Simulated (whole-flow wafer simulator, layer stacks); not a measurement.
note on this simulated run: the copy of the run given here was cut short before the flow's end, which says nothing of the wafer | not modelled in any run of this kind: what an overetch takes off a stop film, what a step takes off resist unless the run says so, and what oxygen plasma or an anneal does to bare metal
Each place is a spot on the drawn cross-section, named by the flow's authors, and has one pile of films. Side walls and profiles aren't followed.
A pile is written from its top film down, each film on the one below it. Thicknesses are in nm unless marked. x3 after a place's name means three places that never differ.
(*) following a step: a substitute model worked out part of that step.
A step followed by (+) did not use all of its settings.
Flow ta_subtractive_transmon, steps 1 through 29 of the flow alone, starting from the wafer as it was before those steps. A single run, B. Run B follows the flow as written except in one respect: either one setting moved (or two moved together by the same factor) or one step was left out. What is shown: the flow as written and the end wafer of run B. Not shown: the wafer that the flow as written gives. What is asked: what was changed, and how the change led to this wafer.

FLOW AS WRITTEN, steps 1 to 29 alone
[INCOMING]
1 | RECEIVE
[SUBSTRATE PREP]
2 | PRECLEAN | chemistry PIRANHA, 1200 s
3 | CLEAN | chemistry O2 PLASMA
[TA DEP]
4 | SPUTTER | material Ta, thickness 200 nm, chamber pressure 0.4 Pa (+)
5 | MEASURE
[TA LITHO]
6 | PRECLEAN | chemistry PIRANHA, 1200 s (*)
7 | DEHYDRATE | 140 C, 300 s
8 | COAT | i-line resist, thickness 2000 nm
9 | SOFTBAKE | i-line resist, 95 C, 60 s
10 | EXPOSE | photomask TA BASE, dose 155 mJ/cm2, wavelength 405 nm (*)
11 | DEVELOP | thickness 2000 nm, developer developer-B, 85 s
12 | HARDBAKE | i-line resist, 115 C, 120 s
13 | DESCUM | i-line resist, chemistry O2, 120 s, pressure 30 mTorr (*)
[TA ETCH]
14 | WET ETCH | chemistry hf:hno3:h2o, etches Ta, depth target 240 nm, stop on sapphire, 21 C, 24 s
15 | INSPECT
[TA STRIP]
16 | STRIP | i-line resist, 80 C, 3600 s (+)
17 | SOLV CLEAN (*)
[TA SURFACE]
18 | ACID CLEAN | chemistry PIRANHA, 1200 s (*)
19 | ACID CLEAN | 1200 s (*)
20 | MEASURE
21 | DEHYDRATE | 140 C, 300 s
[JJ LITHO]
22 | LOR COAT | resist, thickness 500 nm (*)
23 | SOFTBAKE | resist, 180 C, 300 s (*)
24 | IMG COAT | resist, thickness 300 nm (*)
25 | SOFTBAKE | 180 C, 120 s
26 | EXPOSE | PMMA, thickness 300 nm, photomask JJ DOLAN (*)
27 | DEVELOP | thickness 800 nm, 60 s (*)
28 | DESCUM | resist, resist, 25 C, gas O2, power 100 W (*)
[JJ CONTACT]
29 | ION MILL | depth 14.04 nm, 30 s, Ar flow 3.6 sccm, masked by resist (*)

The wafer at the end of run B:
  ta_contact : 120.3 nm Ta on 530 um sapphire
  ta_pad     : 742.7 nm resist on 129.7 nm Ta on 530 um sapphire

Cause: step 4, SPUTTER: thickness 130 nm was run, though the flow has thickness 200 nm.

Step by step, how the change led to this:
  4 | SPUTTER | material Ta, thickness 200 nm, chamber pressure 0.4 Pa (+)
      field x2, jj_line, lead, ta_contact, ta_pad: Ta gains 130 (new film) (in the flow as written it would be: Ta gains 200 (new film))
  14 | WET ETCH | chemistry hf:hno3:h2o, etches Ta, depth target 240 nm, stop on sapphire, 21 C, 24 s
      field x2, jj_line, lead: Ta loses 130 (all of it) (in the flow as written it would be: Ta loses 200 (all of it))
  22 | LOR COAT | resist, thickness 500 nm (*)
      lead: resist gains 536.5 (new film) (in the flow as written it would be: resist gains 554.8 (new film))
      ta_contact: resist gains 462.3 (new film) (in the flow as written it would be: resist gains 443.8 (new film))
  24 | IMG COAT | resist, thickness 300 nm (*)
      ta_pad: resist gains 287.7 (in the flow as written it would be: resist gains 281.3)
  27 | DEVELOP | thickness 800 nm, 60 s (*)
      lead: resist loses 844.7 (all of it) (in the flow as written it would be: resist loses 867.4 (all of it))
      ta_contact: resist loses 754.3 (all of it) (in the flow as written it would be: resist loses 731.2 (all of it))
